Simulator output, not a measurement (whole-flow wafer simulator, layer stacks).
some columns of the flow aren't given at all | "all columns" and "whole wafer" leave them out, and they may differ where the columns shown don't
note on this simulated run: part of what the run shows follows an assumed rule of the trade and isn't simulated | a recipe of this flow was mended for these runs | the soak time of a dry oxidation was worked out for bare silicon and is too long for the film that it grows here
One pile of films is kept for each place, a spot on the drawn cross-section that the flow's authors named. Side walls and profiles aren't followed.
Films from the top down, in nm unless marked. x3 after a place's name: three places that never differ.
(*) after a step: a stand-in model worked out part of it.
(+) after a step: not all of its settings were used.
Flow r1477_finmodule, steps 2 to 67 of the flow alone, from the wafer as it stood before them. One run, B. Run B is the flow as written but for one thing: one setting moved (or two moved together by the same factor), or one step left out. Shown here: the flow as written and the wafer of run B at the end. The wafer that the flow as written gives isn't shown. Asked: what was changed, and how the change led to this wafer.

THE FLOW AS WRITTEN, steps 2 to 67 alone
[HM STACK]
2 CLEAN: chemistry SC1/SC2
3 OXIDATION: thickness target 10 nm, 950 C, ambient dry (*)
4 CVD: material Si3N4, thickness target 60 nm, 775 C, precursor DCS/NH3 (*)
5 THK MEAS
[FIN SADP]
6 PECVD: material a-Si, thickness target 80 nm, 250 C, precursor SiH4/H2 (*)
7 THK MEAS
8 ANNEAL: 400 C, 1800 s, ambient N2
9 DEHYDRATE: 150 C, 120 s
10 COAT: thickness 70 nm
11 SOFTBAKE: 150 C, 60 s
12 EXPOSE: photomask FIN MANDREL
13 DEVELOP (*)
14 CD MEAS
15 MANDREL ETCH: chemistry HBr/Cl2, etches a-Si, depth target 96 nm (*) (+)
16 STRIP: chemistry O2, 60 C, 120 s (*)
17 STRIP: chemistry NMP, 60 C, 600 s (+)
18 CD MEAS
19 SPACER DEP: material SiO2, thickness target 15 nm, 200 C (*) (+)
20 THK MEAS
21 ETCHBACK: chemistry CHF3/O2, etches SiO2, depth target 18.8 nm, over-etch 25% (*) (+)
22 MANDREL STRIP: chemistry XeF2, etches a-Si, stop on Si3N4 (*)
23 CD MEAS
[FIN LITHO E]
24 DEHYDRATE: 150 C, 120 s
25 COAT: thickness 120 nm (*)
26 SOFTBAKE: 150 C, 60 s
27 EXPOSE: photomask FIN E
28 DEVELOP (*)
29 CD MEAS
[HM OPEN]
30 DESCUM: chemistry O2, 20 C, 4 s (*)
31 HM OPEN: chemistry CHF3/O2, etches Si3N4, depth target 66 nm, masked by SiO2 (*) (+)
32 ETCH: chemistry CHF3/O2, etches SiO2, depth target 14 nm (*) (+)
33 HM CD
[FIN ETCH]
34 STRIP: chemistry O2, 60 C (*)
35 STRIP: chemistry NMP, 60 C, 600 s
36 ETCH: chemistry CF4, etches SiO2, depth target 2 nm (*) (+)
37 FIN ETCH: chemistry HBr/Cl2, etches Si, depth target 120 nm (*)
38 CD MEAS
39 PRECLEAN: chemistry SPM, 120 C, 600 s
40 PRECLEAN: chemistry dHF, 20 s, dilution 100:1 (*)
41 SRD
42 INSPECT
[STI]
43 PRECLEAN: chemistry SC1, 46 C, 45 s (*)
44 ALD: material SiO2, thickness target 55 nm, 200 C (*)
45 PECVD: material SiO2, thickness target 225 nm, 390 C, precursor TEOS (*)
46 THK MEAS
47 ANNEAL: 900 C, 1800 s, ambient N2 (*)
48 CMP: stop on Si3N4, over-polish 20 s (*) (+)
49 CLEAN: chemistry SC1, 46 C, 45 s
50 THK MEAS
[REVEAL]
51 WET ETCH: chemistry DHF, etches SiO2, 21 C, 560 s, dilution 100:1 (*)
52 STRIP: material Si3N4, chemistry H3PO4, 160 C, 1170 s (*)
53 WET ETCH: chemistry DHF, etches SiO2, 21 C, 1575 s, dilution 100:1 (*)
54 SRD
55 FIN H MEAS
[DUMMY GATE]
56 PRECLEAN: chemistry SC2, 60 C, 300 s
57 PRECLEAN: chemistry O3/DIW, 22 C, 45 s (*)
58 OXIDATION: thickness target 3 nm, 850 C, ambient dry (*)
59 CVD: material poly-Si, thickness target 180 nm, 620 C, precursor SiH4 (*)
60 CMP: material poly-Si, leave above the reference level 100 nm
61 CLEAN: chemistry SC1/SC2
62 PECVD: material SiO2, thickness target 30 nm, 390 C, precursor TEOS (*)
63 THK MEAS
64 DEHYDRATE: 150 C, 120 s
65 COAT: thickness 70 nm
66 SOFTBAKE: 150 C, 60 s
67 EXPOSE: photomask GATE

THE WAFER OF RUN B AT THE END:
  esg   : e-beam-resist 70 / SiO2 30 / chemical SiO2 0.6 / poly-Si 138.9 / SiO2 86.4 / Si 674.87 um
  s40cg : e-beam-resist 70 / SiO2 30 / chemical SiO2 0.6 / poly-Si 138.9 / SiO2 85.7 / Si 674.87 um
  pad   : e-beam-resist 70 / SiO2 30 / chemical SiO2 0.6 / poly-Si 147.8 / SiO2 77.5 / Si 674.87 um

The cause: step 4, CVD: thickness target 67.2 nm was run, where the flow has thickness target 60 nm.

How the change led to this, step by step:
  4 CVD: material Si3N4, thickness target 60 nm, 775 C, precursor DCS/NH3 (*)
      pad, padg, elg and 33 more: Si3N4 +67.2 (new film) (as written it would be: Si3N4 +60 (new film))
  31 HM OPEN: chemistry CHF3/O2, etches Si3N4, depth target 66 nm, masked by SiO2 (*) (+)
      s40cg, s45cg, s50cg, s40co, s45co, s50co: Si3N4 -66 (as written it would be: Si3N4 -60 (all of it), SiO2 -3)
      pad, padg, esg and 13 more: Si3N4 -61.3 (all of it), SiO2 -2.35 (as written it would be: Si3N4 -54.1 (all of it), SiO2 -5.95)
  32 ETCH: chemistry CHF3/O2, etches SiO2, depth target 14 nm (*) (+)
      s40cg, s45cg, s50cg, s40co, s45co, s50co: Si3N4 -1.2 (all of it), SiO2 -10 (all of it), Si -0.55 (as written it would be: SiO2 -7 (all of it), Si -1.4)
      pad, padg, esg and 13 more: SiO2 -7.65 (all of it), Si -1.27 (as written it would be: SiO2 -4.05 (all of it), Si -1.99)
  44 ALD: material SiO2, thickness target 55 nm, 200 C (*)
      esg, e40sg, e100sg, e200sg, eso, e40so, e100so, e200so: SiO2 +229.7 (new film) (as written it would be: SiO2 +223.2 (new film))
      s40cg, s45cg, s50cg, s40co, s45co, s50co: SiO2 +269.5 (new film) (as written it would be: SiO2 +263.2 (new film))
      (and at 6 more places)
  48 CMP: stop on Si3N4, over-polish 20 s (*) (+)
      pad, padg: SiO2 -73 (as written it would be: SiO2 -79.4)
  52 STRIP: material Si3N4, chemistry H3PO4, 160 C, 1170 s (*)
      elg, e40lg, e100lg, e200lg, elo, e40lo, e100lo, e200lo: Si3N4 -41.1 (all of it), SiO2 -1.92 (as written it would be: Si3N4 -33.9 (all of it), SiO2 -2.15)
      s40sg_line, s45sg_line, s50sg_line, s40so_line, s45so_line, s50so_line: Si3N4 -62.3 (all of it), SiO2 -1.26 (as written it would be: Si3N4 -55.1 (all of it), SiO2 -1.49)
  59 CVD: material poly-Si, thickness target 180 nm, 620 C, precursor SiH4 (*)
      esg, e40sg, e100sg and 15 more: poly-Si +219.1 (new film) (as written it would be: poly-Si +226.3 (new film))
      e200sg, e200so: poly-Si +212 (new film) (as written it would be: poly-Si +219.2 (new film))
  60 CMP: material poly-Si, leave above the reference level 100 nm
      pad, padg: poly-Si -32 (as written it would be: poly-Si -24.8)
